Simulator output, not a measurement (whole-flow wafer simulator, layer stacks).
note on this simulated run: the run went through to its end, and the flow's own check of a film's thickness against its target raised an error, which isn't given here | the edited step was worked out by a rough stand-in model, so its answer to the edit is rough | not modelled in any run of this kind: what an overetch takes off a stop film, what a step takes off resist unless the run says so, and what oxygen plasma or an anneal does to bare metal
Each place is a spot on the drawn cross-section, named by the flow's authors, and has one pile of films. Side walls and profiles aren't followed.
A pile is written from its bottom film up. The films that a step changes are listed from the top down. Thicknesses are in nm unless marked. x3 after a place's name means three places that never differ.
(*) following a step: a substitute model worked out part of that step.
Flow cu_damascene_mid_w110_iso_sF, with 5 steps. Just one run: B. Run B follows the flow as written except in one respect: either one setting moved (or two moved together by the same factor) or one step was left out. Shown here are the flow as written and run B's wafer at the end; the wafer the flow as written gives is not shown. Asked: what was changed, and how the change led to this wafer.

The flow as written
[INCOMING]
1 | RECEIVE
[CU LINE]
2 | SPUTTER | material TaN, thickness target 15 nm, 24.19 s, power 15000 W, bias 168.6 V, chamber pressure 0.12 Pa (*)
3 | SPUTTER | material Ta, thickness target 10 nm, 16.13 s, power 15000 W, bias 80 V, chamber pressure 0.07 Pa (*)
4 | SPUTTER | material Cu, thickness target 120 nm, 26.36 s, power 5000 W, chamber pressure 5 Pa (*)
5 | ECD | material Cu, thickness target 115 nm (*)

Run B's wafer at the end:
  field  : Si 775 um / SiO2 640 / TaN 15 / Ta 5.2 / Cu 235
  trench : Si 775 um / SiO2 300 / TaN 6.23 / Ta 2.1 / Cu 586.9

Cause: step 3, SPUTTER: thickness target 5.2 nm was run, while the flow as written has thickness target 10 nm; step 3, SPUTTER: 8.47 s was run, where the flow has 16.13 s.
One can read it off the wafer: field has Ta 5.2, and step 3 as written asks for 10 nm.

How this came from the change, step by step:
  3 | SPUTTER | material Ta, thickness target 10 nm, 16.13 s, power 15000 W, bias 80 V, chamber pressure 0.07 Pa (*)
      field: Ta gains 5.2 (new film) (it would be, as written: Ta gains 10 (new film))
      trench: Ta gains 2.1 (new film) (it would be, as written: Ta gains 4.05 (new film))
